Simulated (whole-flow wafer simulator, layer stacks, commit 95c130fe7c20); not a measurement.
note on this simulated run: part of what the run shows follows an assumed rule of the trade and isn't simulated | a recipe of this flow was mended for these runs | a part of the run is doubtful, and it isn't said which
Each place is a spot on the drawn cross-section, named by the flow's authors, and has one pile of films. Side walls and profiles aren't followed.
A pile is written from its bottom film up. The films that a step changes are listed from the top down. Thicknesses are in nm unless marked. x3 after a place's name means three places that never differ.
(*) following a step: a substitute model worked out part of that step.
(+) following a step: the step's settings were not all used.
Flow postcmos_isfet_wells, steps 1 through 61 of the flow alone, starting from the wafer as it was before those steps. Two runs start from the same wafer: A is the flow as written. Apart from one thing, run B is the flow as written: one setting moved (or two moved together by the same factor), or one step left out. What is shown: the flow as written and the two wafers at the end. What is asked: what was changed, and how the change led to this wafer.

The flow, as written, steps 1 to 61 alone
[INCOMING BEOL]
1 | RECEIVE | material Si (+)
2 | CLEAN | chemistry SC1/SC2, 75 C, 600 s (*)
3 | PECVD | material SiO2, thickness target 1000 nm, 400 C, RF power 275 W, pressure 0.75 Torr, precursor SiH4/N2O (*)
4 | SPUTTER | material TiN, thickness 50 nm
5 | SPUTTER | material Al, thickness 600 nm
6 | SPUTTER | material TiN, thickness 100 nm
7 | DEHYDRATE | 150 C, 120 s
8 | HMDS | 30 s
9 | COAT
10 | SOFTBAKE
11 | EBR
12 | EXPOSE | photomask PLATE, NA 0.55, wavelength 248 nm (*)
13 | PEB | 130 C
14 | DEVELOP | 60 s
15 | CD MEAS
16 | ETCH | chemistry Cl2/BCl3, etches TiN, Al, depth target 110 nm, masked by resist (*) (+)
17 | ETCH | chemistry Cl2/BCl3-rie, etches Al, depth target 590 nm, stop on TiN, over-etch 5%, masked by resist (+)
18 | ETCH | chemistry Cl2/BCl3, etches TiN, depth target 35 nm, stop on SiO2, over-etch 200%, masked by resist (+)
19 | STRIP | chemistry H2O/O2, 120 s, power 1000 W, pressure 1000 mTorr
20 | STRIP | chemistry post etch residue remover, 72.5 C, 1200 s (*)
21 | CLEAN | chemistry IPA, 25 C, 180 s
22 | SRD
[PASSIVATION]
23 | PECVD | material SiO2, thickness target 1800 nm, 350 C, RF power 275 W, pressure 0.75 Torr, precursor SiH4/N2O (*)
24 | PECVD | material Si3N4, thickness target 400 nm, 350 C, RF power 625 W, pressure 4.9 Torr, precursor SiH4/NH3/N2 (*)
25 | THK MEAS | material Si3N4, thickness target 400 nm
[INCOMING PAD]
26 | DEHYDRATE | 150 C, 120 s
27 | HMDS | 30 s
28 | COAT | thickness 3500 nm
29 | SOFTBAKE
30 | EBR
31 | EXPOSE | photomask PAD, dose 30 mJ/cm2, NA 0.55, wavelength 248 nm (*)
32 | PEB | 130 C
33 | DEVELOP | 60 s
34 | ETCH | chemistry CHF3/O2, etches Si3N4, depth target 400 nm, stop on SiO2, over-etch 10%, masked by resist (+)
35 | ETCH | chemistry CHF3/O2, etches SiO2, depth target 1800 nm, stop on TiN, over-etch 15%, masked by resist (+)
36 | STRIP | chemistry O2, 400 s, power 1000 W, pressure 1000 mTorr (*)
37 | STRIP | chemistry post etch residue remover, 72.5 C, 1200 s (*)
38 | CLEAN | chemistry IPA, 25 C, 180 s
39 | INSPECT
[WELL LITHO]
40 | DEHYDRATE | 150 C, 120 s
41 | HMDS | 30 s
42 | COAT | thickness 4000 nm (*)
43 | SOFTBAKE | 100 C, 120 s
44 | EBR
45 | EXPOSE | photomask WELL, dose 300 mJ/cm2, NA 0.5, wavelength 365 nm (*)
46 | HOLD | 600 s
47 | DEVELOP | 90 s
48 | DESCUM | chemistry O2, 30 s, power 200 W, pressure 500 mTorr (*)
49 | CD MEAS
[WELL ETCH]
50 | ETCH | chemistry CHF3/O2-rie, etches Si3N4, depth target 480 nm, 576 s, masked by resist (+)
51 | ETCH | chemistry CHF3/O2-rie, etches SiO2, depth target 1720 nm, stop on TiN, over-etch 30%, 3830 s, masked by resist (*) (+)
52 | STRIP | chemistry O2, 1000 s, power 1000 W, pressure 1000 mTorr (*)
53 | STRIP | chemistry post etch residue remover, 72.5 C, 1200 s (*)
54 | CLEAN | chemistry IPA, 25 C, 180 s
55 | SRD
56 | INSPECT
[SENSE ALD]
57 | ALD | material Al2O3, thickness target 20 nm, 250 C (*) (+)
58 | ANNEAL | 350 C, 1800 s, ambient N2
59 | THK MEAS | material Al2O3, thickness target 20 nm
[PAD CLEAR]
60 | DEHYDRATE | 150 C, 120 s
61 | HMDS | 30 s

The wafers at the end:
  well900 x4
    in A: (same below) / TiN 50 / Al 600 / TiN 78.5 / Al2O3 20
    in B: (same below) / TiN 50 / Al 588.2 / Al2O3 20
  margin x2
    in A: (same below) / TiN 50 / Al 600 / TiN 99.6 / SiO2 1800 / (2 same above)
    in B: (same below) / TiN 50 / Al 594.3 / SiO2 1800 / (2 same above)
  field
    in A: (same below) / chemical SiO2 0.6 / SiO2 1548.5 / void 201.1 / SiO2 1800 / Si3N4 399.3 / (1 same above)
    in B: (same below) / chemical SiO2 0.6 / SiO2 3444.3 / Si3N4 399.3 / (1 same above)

Cause: step 6, SPUTTER: material TiN, thickness 100 nm, was skipped.

The path from the change to this, step by step:
  16 | ETCH | chemistry Cl2/BCl3, etches TiN, Al, depth target 110 nm, masked by resist (*) (+)
      field: A TiN loses 100 (all of it), Al loses 10 | B Al loses 110
  17 | ETCH | chemistry Cl2/BCl3-rie, etches Al, depth target 590 nm, stop on TiN, over-etch 5%, masked by resist (+)
      field: A Al loses 590 (all of it), TiN loses 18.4 | B Al loses 490 (all of it), TiN loses 50 (all of it), SiO2 loses 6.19
      margin x2, well900 x4, pad_clr, pad_open: A thick-KrF-resist loses 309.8 | B thick-KrF-resist loses 257.2
  18 | ETCH | chemistry Cl2/BCl3, etches TiN, depth target 35 nm, stop on SiO2, over-etch 200%, masked by resist (+)
      field: A TiN loses 31.6 (all of it), SiO2 loses 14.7 | B SiO2 loses 7
      margin x2, well900 x4, pad_clr, pad_open: A thick-KrF-resist loses 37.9 | B thick-KrF-resist loses 42
  19 | STRIP | chemistry H2O/O2, 120 s, power 1000 W, pressure 1000 mTorr
      margin x2, well900 x4, pad_clr, pad_open: A thick-KrF-resist loses 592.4 (all of it) | B thick-KrF-resist loses 640.7 (all of it)
  20 | STRIP | chemistry post etch residue remover, 72.5 C, 1200 s (*)
      margin x2, well900 x4, pad_clr, pad_open: A TiN loses 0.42 | B Al loses 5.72
  23 | PECVD | material SiO2, thickness target 1800 nm, 350 C, RF power 275 W, pressure 0.75 Torr, precursor SiH4/N2O (*)
      field: A SiO2 gains 1800 (new film), void gains 201.1 (new film), SiO2 gains 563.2 | B SiO2 gains 2457.5
  35 | ETCH | chemistry CHF3/O2, etches SiO2, depth target 1800 nm, stop on TiN, over-etch 15%, masked by resist (+)
      pad_open: A SiO2 loses 1780 (all of it), TiN loses 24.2 | B SiO2 loses 1780 (all of it), Al loses 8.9
  37 | STRIP | chemistry post etch residue remover, 72.5 C, 1200 s (*)
      pad_open: A TiN loses 0.42 | B Al loses 5.72
  51 | ETCH | chemistry CHF3/O2-rie, etches SiO2, depth target 1720 nm, stop on TiN, over-etch 30%, 3830 s, masked by resist (*) (+)
      well900 x4: A SiO2 loses 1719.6 (all of it), TiN loses 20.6 | B SiO2 loses 1719.6 (all of it), Al loses 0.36
  53 | STRIP | chemistry post etch residue remover, 72.5 C, 1200 s (*)
      well900 x4, pad_open: A TiN loses 0.42 | B Al loses 5.72
